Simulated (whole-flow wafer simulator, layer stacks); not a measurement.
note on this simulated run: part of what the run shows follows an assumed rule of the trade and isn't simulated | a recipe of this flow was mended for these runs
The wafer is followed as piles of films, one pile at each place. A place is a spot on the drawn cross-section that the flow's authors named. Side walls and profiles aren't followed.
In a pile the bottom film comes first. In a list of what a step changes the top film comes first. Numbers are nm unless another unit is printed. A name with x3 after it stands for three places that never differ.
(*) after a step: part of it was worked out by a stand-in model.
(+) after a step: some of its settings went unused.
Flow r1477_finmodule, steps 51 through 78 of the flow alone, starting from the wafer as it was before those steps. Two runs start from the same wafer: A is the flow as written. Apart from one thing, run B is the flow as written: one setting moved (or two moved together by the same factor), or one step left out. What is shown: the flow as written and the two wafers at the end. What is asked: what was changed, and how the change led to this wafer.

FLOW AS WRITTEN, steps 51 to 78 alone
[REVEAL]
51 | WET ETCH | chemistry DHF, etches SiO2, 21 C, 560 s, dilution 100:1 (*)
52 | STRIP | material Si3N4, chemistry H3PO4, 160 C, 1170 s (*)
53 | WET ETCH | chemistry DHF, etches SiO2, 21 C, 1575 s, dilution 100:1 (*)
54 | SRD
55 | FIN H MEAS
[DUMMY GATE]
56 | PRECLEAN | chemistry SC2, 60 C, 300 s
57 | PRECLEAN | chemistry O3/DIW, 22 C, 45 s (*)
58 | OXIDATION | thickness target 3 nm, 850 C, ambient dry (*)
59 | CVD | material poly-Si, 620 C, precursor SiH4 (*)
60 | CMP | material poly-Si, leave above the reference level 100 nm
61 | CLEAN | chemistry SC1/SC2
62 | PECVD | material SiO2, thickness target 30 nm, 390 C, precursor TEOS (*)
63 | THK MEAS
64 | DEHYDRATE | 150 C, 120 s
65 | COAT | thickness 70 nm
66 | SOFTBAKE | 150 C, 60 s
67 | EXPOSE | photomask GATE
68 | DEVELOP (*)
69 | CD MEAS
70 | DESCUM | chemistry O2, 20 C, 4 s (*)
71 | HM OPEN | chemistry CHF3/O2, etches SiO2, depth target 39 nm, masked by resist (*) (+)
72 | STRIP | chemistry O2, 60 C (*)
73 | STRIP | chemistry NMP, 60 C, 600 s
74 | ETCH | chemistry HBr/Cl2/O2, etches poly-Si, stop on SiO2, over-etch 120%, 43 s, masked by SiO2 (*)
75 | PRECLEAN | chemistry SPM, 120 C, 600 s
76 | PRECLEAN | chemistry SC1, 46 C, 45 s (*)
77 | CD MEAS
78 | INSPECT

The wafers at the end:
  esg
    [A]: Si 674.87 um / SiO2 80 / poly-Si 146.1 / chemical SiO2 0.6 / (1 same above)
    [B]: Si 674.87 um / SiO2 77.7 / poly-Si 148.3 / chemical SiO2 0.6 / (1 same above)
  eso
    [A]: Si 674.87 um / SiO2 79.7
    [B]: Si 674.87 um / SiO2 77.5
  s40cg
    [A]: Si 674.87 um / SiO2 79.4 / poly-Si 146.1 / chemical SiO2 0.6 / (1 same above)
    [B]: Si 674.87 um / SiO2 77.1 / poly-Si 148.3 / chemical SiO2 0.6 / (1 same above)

The reason: step 53, WET ETCH: 21.7 C was run, whereas the flow has 21 C.

Step by step, how the change led to this:
  53 | WET ETCH | chemistry DHF, etches SiO2, 21 C, 1575 s, dilution 100:1 (*)
      esg, e40sg, e100sg and 17 more: A -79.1 SiO2 | B -81.4 SiO2
      pad, padg: A -85.7 SiO2 | B -88.2 SiO2
  60 | CMP | material poly-Si, leave above the reference level 100 nm
      pad, padg: A -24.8 poly-Si | B -22.3 poly-Si
